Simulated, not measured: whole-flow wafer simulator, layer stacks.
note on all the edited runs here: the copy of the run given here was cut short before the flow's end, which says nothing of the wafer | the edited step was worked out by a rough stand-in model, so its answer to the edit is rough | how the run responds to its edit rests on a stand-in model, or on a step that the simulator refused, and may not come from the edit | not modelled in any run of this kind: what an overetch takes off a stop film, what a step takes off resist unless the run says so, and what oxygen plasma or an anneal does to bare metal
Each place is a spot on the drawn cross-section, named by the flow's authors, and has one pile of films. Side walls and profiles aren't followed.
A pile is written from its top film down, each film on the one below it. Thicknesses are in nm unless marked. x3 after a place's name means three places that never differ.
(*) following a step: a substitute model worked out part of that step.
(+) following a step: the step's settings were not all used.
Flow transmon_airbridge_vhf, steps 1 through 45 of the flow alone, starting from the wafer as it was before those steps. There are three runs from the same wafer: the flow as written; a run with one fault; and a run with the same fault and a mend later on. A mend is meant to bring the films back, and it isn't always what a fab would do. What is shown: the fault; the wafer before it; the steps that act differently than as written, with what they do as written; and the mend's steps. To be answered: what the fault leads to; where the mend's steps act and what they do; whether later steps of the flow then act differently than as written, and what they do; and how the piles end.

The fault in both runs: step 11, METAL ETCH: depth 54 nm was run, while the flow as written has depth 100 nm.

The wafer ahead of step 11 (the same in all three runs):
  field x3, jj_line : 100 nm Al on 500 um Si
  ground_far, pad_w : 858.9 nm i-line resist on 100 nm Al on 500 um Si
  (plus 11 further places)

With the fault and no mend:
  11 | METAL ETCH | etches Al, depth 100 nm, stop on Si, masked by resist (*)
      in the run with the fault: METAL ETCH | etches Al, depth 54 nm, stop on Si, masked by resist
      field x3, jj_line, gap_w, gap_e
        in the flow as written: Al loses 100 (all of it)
        in the run with the fault: Al loses 54
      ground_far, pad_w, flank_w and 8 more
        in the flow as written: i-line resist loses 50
        in the run with the fault: i-line resist loses 27
  Later steps of the flow acting differently than as written (14 other steps are not shown; they differ only slightly, by no more than 2% or 0.5 nm, whichever is larger):
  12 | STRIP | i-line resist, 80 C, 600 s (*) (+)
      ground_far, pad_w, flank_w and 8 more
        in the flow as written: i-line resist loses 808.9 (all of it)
        in the run with the fault: i-line resist loses 831.9 (all of it)
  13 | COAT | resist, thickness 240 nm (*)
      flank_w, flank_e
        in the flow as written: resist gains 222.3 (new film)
        in the run with the fault: resist gains 229.9 (new film)
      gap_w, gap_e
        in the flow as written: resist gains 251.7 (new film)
        in the run with the fault: resist gains 246.5 (new film)
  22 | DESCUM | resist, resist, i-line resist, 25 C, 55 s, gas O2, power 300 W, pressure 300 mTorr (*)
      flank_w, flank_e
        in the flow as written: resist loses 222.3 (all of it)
        in the run with the fault: resist loses 229.9 (all of it)
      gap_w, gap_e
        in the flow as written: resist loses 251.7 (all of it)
        in the run with the fault: resist loses 246.5 (all of it)
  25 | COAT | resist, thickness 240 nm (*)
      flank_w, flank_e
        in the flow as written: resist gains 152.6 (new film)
        in the run with the fault: resist gains 158 (new film)
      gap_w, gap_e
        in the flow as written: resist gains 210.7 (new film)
        in the run with the fault: resist gains 205.8 (new film)
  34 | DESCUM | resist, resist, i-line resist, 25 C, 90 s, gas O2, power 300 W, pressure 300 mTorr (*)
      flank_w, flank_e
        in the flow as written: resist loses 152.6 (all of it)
        in the run with the fault: resist loses 158 (all of it)
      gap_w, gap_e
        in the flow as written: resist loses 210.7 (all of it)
        in the run with the fault: resist loses 205.8 (all of it)
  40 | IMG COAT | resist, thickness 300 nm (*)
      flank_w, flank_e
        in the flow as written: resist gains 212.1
        in the run with the fault: resist gains 219.2
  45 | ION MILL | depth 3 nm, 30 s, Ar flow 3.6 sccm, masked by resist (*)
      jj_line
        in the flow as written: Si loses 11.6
        in the run with the fault: Al loses 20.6
  The piles end different from the flow's at field x3, jj_line, gap_w, gap_e by more than 2% or 0.5 nm, whichever is larger.
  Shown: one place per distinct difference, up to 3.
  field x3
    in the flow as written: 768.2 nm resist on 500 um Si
    in the run with the fault: 768.2 nm resist on 46 nm Al on 500 um Si
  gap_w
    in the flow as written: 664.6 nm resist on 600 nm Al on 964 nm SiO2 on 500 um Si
    in the run with the fault: 651.8 nm resist on 600 nm Al on 964 nm SiO2 on 46 nm Al on 500 um Si
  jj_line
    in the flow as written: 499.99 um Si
    in the run with the fault: 25.4 nm Al on 500 um Si

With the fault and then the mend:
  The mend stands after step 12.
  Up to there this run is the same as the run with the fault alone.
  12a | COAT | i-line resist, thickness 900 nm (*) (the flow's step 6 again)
      field x3, jj_line, trace_open_s x2, margin_s, bridge_strip, margin_n
        i-line resist gains 900 (new film)
      pad_w, pad_e
        i-line resist gains 893.4 (new film)
      flank_w, flank_e
        i-line resist gains 887.3 (new film)
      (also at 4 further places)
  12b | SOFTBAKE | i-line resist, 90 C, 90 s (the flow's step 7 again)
      flank_w, flank_e
        i-line resist loses 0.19
      gap_w, gap_e
        i-line resist gains 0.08
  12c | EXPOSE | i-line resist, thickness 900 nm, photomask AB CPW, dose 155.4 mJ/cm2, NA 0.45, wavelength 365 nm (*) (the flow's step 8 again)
      does not change any film at any place that is followed
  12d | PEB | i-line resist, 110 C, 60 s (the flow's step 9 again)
      field x3, jj_line, trace_open_s x2, margin_s, bridge_strip, margin_n
        i-line resist loses 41
      pad_w, pad_e
        i-line resist loses 40.7
      flank_w, flank_e
        i-line resist loses 40.4
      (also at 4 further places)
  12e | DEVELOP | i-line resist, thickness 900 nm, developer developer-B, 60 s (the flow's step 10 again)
      trace_open_s x2, margin_s, bridge_strip, margin_n
        i-line resist loses 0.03
      field x3, jj_line
        i-line resist loses 859 (all of it)
      gap_w, gap_e
        i-line resist loses 887.1 (all of it)
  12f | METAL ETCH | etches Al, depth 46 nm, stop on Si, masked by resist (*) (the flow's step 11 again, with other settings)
      ground_far, pad_w, flank_w and 8 more
        i-line resist loses 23
      field x3, jj_line, gap_w, gap_e
        Al loses 46 (all of it)
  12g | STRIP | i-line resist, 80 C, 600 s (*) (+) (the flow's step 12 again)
      trace_open_s x2, margin_s, bridge_strip, margin_n
        i-line resist loses 835.9 (all of it)
      pad_w, pad_e
        i-line resist loses 829.6 (all of it)
      flank_w, flank_e
        i-line resist loses 823.7 (all of it)
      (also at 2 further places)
  Every later step of the flow that is run acts as written at every place that is followed.
  By the end, the piles equal the flow's at every place that both follow.
